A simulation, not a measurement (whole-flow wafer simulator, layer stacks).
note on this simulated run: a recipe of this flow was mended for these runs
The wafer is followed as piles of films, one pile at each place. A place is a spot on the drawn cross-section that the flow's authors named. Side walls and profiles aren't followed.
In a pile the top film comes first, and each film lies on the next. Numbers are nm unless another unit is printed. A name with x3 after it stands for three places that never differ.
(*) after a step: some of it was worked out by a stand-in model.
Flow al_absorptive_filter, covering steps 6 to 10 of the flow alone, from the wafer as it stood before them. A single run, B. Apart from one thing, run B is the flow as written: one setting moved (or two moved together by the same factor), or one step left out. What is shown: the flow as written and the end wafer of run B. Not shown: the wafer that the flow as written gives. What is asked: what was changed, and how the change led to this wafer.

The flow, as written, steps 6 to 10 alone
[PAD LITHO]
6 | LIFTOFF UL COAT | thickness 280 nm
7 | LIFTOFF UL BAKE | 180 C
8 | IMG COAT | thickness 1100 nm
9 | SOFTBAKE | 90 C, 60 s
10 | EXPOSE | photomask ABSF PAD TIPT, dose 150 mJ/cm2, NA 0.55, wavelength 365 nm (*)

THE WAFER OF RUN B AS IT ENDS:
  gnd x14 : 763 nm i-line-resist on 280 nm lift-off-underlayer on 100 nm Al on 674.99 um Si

The reason: step 8, IMG COAT: thickness 763 nm was run, while the flow as written has thickness 1100 nm.
One can read it off the wafer: gnd x14 has i-line-resist 763, and step 8 as written asks for 1100 nm.

Step by step, how the change led to this:
  8 | IMG COAT | thickness 1100 nm
      gnd x14: i-line-resist gains 763 (new film) (as written it would have been: i-line-resist gains 1100 (new film))
